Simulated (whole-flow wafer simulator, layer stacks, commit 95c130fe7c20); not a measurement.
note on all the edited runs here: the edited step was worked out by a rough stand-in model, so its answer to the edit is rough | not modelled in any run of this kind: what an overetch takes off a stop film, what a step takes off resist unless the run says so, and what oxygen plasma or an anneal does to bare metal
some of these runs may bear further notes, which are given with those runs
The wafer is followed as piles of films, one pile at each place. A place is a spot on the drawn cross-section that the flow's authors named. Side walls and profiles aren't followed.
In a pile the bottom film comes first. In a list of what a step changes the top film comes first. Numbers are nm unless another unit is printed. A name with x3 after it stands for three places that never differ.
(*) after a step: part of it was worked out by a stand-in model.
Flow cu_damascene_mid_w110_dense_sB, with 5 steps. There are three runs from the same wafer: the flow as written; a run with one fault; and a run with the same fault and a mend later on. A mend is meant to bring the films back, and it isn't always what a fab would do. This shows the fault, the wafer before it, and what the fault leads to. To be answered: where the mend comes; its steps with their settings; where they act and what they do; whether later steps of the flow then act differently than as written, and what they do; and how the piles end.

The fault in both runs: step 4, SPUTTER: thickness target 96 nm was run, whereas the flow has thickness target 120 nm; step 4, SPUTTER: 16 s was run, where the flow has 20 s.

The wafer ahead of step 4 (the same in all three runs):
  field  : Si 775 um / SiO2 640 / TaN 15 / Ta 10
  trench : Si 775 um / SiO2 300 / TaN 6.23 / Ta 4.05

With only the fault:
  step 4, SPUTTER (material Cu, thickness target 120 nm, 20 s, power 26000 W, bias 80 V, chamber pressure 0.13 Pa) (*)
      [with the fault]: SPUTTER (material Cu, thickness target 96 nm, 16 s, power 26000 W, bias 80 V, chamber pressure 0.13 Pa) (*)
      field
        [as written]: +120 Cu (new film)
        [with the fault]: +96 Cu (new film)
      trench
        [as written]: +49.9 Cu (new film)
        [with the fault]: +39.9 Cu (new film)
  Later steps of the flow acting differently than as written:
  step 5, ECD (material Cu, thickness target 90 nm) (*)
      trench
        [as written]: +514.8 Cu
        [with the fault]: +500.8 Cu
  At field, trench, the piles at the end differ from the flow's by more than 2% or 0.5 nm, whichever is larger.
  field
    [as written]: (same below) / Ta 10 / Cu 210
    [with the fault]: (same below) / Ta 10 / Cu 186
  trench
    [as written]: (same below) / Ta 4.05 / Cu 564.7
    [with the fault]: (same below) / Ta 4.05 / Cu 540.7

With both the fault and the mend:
  The mend stands after step 4.
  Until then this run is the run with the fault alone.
  step 4a, SPUTTER (material Cu, thickness target 24 nm, 4 s, power 26000 W, bias 80 V, chamber pressure 0.13 Pa) (*) (the flow's step 4, run once more with other settings)
      field
        +24 Cu
      trench
        +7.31 Cu
  None of the later steps of the flow differs from how it acts as written, at any place that is followed, by more than 2% or 0.5 nm, whichever is larger.
  The piles end the same as the flow's at every place that both follow.
